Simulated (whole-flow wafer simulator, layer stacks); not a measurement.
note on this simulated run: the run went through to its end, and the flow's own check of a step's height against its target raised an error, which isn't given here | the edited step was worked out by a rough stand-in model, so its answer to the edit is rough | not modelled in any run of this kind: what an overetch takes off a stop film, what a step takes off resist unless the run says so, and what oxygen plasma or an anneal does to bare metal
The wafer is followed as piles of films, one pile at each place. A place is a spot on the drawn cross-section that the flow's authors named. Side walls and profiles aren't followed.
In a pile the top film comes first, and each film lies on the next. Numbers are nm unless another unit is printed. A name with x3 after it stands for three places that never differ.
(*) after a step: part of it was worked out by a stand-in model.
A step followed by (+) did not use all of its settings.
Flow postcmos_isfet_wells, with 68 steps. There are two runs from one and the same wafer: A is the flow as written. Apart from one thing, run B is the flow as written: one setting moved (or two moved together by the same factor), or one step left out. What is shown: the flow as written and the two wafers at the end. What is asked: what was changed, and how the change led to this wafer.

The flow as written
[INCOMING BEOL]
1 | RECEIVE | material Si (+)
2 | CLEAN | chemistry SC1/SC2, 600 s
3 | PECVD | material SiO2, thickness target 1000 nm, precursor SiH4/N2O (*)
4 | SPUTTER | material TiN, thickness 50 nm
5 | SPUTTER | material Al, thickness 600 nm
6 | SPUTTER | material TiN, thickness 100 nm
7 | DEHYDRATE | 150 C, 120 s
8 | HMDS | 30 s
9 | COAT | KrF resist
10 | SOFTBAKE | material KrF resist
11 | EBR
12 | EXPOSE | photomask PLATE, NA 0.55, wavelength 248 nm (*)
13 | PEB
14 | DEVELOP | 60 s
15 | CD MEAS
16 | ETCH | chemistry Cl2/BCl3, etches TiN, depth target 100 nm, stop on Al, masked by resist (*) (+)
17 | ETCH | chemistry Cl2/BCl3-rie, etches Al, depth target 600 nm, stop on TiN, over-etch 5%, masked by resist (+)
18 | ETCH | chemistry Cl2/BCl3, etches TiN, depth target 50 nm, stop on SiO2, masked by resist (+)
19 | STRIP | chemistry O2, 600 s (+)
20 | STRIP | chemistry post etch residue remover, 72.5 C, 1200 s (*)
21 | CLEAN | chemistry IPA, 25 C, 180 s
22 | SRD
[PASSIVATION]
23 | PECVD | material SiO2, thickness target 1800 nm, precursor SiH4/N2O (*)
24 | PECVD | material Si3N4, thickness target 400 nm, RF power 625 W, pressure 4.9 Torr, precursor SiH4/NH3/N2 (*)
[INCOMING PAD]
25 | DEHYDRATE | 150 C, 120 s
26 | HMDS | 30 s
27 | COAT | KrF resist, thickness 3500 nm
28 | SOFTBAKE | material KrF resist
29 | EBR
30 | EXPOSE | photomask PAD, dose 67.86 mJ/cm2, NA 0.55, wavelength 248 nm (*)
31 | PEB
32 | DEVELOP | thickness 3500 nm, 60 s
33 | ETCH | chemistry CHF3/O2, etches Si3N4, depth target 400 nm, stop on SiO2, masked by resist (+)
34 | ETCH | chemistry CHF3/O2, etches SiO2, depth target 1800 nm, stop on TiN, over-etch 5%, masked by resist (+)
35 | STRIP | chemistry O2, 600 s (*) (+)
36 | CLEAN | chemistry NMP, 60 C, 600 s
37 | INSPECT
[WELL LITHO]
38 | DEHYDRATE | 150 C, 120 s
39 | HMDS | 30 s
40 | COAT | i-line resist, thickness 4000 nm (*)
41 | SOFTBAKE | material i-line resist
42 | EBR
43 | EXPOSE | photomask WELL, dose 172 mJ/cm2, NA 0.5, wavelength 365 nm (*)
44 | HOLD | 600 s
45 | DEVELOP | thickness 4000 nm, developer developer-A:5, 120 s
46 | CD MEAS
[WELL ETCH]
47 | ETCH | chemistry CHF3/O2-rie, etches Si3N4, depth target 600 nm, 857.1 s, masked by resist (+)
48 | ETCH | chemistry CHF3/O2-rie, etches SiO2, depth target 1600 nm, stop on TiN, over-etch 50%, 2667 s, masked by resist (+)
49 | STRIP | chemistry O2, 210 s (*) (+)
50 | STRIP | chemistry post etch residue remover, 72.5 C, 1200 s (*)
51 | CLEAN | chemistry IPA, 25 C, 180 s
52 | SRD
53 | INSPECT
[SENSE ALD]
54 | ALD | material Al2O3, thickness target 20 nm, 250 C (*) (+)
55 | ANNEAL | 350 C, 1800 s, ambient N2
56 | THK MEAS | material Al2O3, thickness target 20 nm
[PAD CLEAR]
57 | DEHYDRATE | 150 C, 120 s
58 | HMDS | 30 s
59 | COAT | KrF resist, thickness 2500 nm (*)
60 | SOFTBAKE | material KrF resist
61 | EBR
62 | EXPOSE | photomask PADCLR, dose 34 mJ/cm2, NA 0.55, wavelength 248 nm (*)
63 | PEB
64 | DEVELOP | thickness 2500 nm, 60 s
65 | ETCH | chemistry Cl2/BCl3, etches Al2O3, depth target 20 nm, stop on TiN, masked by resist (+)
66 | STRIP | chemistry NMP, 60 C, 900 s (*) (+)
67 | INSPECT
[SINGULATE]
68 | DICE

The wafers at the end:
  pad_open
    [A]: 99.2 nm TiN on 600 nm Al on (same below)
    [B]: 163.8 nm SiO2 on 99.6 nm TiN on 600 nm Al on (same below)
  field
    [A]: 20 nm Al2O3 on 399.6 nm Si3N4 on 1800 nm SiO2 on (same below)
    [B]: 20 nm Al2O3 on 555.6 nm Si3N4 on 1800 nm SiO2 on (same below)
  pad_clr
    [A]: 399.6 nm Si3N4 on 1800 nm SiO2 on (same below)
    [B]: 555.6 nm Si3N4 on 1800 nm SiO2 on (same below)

The reason: step 24, PECVD: thickness target 556 nm was run, while the flow as written has thickness target 400 nm.

The path from the change to this, step by step:
  24 | PECVD | material Si3N4, thickness target 400 nm, RF power 625 W, pressure 4.9 Torr, precursor SiH4/NH3/N2 (*)
      field, margin, well900, well1300 x3, pad_rim, pad_clr, pad_open: A Si3N4 gains 400 (new film) | B Si3N4 gains 556 (new film)
  33 | ETCH | chemistry CHF3/O2, etches Si3N4, depth target 400 nm, stop on SiO2, masked by resist (+)
      pad_open: A Si3N4 loses 400 (all of it) | B Si3N4 loses 400
  34 | ETCH | chemistry CHF3/O2, etches SiO2, depth target 1800 nm, stop on TiN, over-etch 5%, masked by resist (+)
      pad_open: A SiO2 loses 1800 (all of it) | B Si3N4 loses 156 (all of it), SiO2 loses 1636.2
  47 | ETCH | chemistry CHF3/O2-rie, etches Si3N4, depth target 600 nm, 857.1 s, masked by resist (+)
      well900, well1300 x3: A Si3N4 loses 400 (all of it), SiO2 loses 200 | B Si3N4 loses 556 (all of it), SiO2 loses 44
  48 | ETCH | chemistry CHF3/O2-rie, etches SiO2, depth target 1600 nm, stop on TiN, over-etch 50%, 2667 s, masked by resist (+)
      well900, well1300 x3: A SiO2 loses 1600 (all of it) | B SiO2 loses 1756 (all of it)
  59 | COAT | KrF resist, thickness 2500 nm (*)
      field: A KrF resist gains 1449 (new film) | B KrF resist gains 1374.5 (new film)
      margin: A KrF resist gains 1448.9 (new film) | B KrF resist gains 1374.4 (new film)
  63 | PEB
      field, margin: A KrF resist loses 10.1 | B KrF resist loses 9.56
  66 | STRIP | chemistry NMP, 60 C, 900 s (*) (+)
      field, margin: A KrF resist loses 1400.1 (all of it) | B KrF resist loses 1326.1 (all of it)
